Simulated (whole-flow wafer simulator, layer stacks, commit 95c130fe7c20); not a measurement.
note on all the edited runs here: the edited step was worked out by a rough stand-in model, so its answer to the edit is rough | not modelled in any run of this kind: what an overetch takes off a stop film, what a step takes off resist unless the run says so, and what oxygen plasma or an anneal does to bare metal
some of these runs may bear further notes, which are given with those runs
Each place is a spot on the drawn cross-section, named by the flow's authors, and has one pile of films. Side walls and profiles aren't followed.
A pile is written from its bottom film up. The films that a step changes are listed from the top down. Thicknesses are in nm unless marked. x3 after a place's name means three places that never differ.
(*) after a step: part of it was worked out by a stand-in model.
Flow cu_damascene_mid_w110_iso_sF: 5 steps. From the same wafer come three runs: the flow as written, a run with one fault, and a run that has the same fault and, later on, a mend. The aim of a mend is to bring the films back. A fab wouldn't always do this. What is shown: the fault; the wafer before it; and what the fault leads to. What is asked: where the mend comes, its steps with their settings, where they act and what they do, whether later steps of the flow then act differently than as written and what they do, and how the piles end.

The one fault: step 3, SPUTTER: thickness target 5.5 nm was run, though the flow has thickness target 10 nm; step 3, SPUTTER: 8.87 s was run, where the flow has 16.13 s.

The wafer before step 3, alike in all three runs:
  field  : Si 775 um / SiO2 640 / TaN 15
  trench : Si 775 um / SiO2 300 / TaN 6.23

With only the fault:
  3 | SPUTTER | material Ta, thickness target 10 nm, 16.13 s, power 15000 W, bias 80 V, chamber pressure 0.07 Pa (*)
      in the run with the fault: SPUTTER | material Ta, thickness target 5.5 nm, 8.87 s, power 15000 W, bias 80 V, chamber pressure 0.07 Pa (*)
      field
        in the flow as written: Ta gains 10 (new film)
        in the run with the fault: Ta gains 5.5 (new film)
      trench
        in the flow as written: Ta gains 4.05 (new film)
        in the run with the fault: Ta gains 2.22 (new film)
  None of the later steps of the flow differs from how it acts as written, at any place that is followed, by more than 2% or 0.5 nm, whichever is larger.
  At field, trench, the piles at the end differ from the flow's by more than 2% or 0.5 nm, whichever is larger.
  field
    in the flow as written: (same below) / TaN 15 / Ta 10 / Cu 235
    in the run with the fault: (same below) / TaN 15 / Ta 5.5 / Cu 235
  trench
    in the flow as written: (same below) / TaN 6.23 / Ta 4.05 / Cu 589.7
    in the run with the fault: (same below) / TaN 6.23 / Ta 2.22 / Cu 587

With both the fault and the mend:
  After step 3 comes the mend.
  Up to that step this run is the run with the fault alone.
  3a | SPUTTER | material Ta, thickness target 4.5 nm, 7.258 s, power 15000 W, bias 80 V, chamber pressure 0.07 Pa (*) (the flow's step 3 again, with other settings)
      field
        Ta gains 4.5
      trench
        Ta gains 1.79
  None of the later steps of the flow differs from how it acts as written, at any place that is followed, by more than 2% or 0.5 nm, whichever is larger.
  The piles end only slightly different from the flow's at the places that both follow, by no more than 2% or 0.5 nm, whichever is larger.
